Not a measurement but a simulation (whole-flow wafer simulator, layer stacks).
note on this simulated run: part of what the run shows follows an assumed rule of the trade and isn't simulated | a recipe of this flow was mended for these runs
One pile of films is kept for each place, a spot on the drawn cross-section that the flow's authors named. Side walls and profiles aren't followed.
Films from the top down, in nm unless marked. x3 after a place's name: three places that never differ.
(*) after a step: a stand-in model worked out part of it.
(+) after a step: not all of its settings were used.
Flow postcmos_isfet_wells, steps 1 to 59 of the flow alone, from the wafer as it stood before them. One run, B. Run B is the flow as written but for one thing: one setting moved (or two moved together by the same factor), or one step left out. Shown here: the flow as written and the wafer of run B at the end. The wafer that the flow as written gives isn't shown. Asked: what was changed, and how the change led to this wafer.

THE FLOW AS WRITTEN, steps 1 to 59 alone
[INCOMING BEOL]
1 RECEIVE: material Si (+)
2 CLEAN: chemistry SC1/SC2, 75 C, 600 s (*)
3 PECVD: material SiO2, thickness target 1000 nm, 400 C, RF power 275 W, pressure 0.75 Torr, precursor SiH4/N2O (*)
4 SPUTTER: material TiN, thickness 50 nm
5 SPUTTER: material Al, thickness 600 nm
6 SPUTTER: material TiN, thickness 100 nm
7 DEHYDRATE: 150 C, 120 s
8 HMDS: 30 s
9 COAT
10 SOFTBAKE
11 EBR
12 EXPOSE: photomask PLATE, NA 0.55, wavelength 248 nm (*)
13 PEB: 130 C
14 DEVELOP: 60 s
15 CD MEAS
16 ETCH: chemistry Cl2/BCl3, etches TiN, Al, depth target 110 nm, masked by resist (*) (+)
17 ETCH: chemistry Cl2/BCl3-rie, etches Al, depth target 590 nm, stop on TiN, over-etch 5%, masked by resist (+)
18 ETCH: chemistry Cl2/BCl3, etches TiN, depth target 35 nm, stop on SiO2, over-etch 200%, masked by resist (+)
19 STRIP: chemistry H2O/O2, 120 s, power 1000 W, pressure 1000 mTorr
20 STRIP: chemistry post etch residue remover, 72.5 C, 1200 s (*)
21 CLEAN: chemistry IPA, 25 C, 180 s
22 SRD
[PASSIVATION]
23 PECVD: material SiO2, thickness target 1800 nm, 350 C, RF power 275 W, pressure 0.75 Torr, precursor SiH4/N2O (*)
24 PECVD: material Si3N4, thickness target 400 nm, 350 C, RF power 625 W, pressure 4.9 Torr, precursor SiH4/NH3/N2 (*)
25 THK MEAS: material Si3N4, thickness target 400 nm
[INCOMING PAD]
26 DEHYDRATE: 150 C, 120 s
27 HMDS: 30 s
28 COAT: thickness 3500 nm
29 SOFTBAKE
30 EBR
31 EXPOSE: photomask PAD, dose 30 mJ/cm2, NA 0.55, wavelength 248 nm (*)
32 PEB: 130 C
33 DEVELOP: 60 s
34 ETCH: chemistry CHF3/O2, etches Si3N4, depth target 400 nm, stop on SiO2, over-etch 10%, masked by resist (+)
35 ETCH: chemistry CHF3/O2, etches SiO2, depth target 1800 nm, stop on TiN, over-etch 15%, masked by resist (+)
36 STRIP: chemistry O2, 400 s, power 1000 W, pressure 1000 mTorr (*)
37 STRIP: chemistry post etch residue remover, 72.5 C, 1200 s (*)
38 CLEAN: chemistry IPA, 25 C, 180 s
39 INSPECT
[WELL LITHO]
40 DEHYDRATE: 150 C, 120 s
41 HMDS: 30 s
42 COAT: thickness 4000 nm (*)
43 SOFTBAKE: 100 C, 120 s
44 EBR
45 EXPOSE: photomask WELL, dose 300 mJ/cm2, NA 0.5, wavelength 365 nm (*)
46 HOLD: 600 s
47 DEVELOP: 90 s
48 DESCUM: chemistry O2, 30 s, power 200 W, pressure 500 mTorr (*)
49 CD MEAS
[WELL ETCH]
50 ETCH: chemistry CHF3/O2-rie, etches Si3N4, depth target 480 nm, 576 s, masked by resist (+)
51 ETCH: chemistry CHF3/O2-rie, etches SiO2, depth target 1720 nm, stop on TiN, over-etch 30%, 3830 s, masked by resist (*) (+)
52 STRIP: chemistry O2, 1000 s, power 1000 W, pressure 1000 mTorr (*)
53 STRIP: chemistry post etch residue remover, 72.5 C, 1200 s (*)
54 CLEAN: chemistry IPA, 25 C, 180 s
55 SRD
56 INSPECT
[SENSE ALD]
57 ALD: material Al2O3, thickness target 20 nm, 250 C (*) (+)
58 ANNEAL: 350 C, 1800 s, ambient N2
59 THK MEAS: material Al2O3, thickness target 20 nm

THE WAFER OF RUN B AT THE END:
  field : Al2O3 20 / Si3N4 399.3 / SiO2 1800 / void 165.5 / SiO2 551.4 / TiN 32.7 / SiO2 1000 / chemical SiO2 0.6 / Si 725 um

The cause: step 17, ETCH: depth target 478 nm was run, where the flow has depth target 590 nm.

How the change led to this, step by step:
  17 ETCH: chemistry Cl2/BCl3-rie, etches Al, depth target 590 nm, stop on TiN, over-etch 5%, masked by resist (+)
      field: Al -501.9 (as written it would be: Al -590 (all of it), TiN -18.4)
      margin x2, well900 x4, pad_clr, pad_open: thick-KrF-resist -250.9 (as written it would be: thick-KrF-resist -309.8)
  18 ETCH: chemistry Cl2/BCl3, etches TiN, depth target 35 nm, stop on SiO2, over-etch 200%, masked by resist (+)
      field: Al -88.1 (all of it), TiN -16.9 (as written it would be: TiN -31.6 (all of it), SiO2 -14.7)
      margin x2, well900 x4, pad_clr, pad_open: thick-KrF-resist -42 (as written it would be: thick-KrF-resist -37.9)
  19 STRIP: chemistry H2O/O2, 120 s, power 1000 W, pressure 1000 mTorr
      margin x2, well900 x4, pad_clr, pad_open: thick-KrF-resist -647 (all of it) (as written it would be: thick-KrF-resist -592.4 (all of it))
  23 PECVD: material SiO2, thickness target 1800 nm, 350 C, RF power 275 W, pressure 0.75 Torr, precursor SiH4/N2O (*)
      field: SiO2 +1800 (new film), void +165.5 (new film), SiO2 +551.4 (new film) (as written it would be: SiO2 +1800 (new film), void +201.1 (new film), SiO2 +563.2)
Counting metal films that touch as one body, field has 1 body; the flow as written gives 0 bodies.
